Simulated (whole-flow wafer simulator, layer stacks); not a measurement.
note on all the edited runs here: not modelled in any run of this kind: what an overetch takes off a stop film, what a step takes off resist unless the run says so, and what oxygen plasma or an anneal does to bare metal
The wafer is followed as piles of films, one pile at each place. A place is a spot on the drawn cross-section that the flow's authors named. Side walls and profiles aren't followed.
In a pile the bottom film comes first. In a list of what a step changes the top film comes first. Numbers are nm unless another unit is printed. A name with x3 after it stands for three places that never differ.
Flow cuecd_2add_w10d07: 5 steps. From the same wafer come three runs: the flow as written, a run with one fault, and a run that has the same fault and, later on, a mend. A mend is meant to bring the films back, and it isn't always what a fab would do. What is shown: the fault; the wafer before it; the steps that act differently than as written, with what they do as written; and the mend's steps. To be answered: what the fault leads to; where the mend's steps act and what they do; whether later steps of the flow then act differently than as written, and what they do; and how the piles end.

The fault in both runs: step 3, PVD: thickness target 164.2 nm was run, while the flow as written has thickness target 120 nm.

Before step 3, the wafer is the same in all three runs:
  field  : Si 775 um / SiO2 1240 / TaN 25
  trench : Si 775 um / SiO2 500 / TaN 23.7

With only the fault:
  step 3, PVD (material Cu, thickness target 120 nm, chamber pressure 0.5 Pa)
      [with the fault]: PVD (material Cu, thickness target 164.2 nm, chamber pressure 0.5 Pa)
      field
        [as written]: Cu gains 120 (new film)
        [with the fault]: Cu gains 164.2 (new film)
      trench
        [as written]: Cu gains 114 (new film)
        [with the fault]: Cu gains 156.2 (new film)
  None of the later steps of the flow acts differently than as written at any place that is followed.
  By the end, the piles at field, trench depart from the flow's by more than 2% or 0.5 nm, whichever is larger.
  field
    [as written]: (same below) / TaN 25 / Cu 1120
    [with the fault]: (same below) / TaN 25 / Cu 1164.2
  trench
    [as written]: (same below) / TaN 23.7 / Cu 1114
    [with the fault]: (same below) / TaN 23.7 / Cu 1156.2

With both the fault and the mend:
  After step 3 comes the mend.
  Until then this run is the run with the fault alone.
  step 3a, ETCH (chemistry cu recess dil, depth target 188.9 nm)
      field
        Cu loses 164.2 (all of it)
      trench
        Cu loses 156.2 (all of it)
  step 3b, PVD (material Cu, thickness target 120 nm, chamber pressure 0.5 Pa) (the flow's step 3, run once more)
      field
        Cu gains 120 (new film)
      trench
        Cu gains 114 (new film)
  None of the later steps of the flow acts differently than as written at any place that is followed.
  At every place that both follow, the piles at the end match the flow's.
